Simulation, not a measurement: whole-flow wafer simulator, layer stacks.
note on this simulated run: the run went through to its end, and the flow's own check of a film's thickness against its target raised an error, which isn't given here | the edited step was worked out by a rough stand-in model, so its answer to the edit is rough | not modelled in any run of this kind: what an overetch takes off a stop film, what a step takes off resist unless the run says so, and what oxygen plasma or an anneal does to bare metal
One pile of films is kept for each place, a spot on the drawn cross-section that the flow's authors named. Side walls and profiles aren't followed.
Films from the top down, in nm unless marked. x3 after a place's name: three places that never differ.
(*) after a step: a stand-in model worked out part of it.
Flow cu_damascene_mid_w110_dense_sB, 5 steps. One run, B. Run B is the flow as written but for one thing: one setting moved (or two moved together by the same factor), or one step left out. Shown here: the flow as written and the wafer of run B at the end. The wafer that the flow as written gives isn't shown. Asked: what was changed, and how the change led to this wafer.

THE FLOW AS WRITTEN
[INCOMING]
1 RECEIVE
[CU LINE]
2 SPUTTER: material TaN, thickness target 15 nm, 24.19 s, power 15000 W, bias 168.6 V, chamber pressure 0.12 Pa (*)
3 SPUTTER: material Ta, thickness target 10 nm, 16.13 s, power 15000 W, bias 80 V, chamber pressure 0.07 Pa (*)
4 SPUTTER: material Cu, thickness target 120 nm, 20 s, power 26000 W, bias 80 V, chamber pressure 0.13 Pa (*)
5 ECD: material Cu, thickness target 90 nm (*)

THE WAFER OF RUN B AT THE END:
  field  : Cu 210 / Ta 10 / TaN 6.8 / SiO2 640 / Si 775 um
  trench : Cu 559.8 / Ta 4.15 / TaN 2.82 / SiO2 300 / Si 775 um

The cause: step 2, SPUTTER: thickness target 6.8 nm was run, where the flow has thickness target 15 nm; step 2, SPUTTER: 10.89 s was run, where the flow has 24.19 s.
It can be read off the wafer: field has TaN 6.8, and step 2 as written asks for 15 nm.

How the change led to this, step by step:
  2 SPUTTER: material TaN, thickness target 15 nm, 24.19 s, power 15000 W, bias 168.6 V, chamber pressure 0.12 Pa (*)
      field: TaN +6.8 (new film) (as written it would be: TaN +15 (new film))
      trench: TaN +2.82 (new film) (as written it would be: TaN +6.23 (new film))
  4 SPUTTER: material Cu, thickness target 120 nm, 20 s, power 26000 W, bias 80 V, chamber pressure 0.13 Pa (*)
      trench: Cu +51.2 (new film) (as written it would be: Cu +49.9 (new film))
